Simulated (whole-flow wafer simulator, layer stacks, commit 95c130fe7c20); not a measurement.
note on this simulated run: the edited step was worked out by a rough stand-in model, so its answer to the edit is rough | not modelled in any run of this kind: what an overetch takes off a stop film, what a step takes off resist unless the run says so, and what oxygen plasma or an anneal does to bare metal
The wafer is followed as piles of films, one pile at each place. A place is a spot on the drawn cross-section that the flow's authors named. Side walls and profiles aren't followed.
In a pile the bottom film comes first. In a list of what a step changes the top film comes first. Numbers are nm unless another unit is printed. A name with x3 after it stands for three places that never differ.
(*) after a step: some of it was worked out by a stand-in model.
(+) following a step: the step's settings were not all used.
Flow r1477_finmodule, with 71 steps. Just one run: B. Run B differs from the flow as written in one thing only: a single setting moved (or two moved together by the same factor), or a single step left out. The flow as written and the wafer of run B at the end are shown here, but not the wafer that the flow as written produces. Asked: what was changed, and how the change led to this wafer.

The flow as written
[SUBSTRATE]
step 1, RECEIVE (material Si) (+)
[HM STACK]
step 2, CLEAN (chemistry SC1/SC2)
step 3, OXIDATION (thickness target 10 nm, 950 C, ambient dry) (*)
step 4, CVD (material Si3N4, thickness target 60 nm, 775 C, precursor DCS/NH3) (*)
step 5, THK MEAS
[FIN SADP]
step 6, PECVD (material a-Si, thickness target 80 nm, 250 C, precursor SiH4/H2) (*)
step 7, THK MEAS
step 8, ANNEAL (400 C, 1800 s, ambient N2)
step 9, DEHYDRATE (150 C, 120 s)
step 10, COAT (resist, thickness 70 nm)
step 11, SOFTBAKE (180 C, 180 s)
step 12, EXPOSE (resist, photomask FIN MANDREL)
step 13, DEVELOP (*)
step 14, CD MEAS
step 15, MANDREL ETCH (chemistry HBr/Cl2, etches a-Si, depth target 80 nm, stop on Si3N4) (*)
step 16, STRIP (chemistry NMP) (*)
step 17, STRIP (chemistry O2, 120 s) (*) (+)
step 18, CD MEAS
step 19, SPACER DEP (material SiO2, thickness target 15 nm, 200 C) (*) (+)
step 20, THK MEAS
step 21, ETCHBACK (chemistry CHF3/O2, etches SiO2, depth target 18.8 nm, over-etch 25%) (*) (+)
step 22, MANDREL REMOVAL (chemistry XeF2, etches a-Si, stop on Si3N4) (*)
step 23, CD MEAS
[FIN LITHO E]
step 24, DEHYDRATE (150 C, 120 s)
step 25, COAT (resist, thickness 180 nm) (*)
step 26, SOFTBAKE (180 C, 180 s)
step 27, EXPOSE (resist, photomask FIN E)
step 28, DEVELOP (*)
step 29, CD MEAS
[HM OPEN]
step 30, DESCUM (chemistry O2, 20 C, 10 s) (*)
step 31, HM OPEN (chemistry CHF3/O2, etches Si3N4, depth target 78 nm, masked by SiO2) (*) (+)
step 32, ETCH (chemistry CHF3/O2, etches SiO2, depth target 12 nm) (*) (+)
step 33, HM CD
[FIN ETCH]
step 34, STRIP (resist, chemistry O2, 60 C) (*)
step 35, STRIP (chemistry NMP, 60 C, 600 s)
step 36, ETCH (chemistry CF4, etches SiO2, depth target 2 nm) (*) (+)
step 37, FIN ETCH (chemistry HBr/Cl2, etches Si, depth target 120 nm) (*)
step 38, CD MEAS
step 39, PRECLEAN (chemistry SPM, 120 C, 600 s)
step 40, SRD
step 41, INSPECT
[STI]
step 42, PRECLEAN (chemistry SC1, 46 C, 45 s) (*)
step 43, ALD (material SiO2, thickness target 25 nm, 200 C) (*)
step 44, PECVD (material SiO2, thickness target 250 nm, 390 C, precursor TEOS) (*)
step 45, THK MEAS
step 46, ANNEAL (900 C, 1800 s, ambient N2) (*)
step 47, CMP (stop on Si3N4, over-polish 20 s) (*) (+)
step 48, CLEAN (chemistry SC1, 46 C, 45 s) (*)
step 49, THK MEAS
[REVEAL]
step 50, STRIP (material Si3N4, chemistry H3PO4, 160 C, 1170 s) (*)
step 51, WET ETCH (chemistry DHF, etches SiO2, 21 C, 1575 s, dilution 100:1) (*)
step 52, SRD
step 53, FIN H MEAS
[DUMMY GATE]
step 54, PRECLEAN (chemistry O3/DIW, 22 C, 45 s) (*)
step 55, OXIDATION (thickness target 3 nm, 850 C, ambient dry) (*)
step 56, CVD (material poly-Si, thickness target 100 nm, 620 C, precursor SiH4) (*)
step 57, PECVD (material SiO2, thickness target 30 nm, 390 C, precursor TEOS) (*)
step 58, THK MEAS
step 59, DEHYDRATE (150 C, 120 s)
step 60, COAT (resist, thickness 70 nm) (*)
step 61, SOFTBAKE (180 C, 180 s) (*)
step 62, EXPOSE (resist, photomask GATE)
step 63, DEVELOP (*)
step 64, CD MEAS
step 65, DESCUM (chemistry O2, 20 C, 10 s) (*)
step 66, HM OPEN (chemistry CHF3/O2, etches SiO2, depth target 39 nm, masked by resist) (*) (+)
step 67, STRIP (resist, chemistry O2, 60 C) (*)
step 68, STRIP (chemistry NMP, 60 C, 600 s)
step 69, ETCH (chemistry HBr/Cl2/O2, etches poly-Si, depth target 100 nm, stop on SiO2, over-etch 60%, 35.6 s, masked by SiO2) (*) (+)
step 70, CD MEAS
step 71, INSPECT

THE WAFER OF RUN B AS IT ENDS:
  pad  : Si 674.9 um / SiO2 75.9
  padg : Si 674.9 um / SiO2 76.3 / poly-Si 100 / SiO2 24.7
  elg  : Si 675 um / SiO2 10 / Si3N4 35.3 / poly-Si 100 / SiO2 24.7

The reason: step 37, FIN ETCH: depth target 93 nm was run, whereas the flow has depth target 120 nm.

The path from the change to this, step by step:
  step 37, FIN ETCH (chemistry HBr/Cl2, etches Si, depth target 120 nm) (*)
      pad, padg, esg and 19 more: -93 Si (in the flow as written it would be: -120 Si)
      elg, e40lg, e100lg, e200lg, elo, e40lo, e100lo, e200lo: -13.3 Si3N4 (in the flow as written it would be: -17.1 Si3N4)
      (also at 6 further places)
  step 43, ALD (material SiO2, thickness target 25 nm, 200 C) (*)
      s40cg, s45cg, s50cg, s40co, s45co, s50co: +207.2 SiO2 (new film) (in the flow as written it would be: +232.1 SiO2 (new film))
      esg: +171.1 SiO2 (new film) (in the flow as written it would be: +194.3 SiO2 (new film))
  step 47, CMP (stop on Si3N4, over-polish 20 s) (*) (+)
      pad, padg, e40sg and 11 more: -98.8 SiO2 (in the flow as written it would be: -71.8 SiO2)
      eso: -99.4 SiO2 (in the flow as written it would be: -72.4 SiO2)
  step 51, WET ETCH (chemistry DHF, etches SiO2, 21 C, 1575 s, dilution 100:1) (*)
      elg, e40lg, e100lg, e200lg, elo, e40lo, e100lo, e200lo: -14 SiO2 (all of it), -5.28 Si3N4 (in the flow as written it would be: -17.8 SiO2 (all of it), -4.97 Si3N4)
  step 56, CVD (material poly-Si, thickness target 100 nm, 620 C, precursor SiH4) (*)
      esg: +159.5 poly-Si (new film) (in the flow as written it would be: +156 poly-Si (new film))
  step 60, COAT (resist, thickness 70 nm) (*)
      e40sg, eso, e40so: +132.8 resist (new film) (in the flow as written it would be: +129.5 resist (new film))
      e100sg, e100so: +132.8 resist (new film) (in the flow as written it would be: +129.4 resist (new film))
      (also at 2 further places)
  step 63, DEVELOP (*)
      eso, e40so: -132.8 resist (all of it) (in the flow as written it would be: -129.5 resist (all of it))
      e100so: -132.8 resist (all of it) (in the flow as written it would be: -129.4 resist (all of it))
      (also at 1 further place)
  step 67, STRIP (resist, chemistry O2, 60 C) (*)
      e40sg: -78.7 resist (all of it) (in the flow as written it would be: -75.4 resist (all of it))
      e100sg: -78.6 resist (all of it) (in the flow as written it would be: -75.3 resist (all of it))
      (also at 1 further place)
